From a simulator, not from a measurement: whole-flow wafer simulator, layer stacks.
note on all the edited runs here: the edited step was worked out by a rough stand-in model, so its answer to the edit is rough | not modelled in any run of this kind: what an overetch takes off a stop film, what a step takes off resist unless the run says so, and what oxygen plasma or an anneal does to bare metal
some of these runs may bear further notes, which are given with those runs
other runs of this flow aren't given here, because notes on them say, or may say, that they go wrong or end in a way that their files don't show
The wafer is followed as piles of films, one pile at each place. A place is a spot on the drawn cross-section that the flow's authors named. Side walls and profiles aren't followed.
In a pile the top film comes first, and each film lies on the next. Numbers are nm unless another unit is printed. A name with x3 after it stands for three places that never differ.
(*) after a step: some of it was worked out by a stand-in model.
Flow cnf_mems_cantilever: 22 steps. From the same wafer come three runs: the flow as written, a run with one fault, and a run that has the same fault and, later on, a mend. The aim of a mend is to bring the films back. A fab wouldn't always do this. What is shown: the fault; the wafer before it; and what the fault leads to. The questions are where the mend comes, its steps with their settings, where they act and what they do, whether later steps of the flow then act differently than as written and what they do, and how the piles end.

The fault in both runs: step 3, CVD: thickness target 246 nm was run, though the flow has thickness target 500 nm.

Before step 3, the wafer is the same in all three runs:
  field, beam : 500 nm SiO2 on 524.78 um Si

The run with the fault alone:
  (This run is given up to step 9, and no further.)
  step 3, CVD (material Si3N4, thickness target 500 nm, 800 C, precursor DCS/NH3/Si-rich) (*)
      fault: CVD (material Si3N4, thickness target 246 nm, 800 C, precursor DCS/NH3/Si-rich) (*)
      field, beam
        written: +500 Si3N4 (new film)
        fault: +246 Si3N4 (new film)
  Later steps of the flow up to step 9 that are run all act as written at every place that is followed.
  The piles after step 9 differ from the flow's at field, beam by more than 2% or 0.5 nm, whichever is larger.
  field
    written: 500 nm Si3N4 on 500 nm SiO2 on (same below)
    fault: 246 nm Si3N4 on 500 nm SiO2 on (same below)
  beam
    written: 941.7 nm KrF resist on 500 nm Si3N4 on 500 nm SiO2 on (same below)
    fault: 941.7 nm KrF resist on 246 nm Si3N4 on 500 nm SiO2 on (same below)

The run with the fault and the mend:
  The mend stands after step 3.
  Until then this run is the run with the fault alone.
  step 3a, ETCH (chemistry h3po4, depth target 282.9 nm)
      field, beam
        -246 Si3N4 (all of it)
  step 3b, CLEAN (chemistry SC1/SC2) (the flow's step 1, run once more)
      alters no film at any place that is followed
  step 3c, CVD (material Si3N4, thickness target 500 nm, 800 C, precursor DCS/NH3/Si-rich) (*) (the flow's step 3, run once more)
      field, beam
        +500 Si3N4 (new film)
  Later steps of the flow that are run all act as written at every place that is followed.
  By the end, the piles equal the flow's at every place that both follow.
